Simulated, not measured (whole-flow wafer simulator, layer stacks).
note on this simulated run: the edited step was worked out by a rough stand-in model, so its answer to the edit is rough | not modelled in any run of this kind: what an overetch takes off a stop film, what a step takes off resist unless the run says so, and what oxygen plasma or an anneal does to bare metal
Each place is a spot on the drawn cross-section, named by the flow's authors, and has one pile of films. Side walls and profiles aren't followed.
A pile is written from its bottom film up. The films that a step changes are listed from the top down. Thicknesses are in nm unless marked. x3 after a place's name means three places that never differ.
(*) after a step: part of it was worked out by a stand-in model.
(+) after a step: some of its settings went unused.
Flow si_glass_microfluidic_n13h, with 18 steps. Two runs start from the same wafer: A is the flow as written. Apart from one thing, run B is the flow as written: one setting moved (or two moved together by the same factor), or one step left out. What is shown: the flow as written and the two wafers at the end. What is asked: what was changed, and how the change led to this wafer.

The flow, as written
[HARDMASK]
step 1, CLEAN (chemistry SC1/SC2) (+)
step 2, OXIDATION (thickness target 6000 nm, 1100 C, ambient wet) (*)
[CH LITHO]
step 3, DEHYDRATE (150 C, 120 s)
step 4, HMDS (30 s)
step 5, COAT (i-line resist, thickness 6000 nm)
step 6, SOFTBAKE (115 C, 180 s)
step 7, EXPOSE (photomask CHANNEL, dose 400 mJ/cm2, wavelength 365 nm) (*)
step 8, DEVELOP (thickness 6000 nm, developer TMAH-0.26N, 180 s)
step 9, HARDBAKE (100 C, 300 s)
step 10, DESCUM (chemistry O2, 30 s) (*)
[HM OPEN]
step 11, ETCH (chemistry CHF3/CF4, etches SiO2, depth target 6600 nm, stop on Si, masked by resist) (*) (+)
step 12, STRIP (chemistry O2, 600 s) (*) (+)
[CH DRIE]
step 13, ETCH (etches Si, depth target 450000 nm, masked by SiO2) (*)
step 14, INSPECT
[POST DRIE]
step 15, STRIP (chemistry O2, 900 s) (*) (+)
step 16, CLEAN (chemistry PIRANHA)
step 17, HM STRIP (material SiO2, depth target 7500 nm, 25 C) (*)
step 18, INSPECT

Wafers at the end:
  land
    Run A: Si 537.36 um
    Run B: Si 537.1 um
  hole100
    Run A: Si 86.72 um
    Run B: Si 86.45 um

The reason: step 2, OXIDATION: thickness target 6600 nm was run, though the flow has thickness target 6000 nm.

The path from the change to this, step by step:
  step 2, OXIDATION (thickness target 6000 nm, 1100 C, ambient wet) (*)
      land, hole100: A SiO2 gains 6000 (new film), chemical SiO2 loses 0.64 (all of it), Si loses 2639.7 | B SiO2 gains 6600 (new film), chemical SiO2 loses 0.64 (all of it), Si loses 2903.7
  step 11, ETCH (chemistry CHF3/CF4, etches SiO2, depth target 6600 nm, stop on Si, masked by resist) (*) (+)
      hole100: A SiO2 loses 6000 (all of it) | B SiO2 loses 6600 (all of it)
  step 17, HM STRIP (material SiO2, depth target 7500 nm, 25 C) (*)
      land: A SiO2 loses 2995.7 (all of it) | B SiO2 loses 3595.7 (all of it)
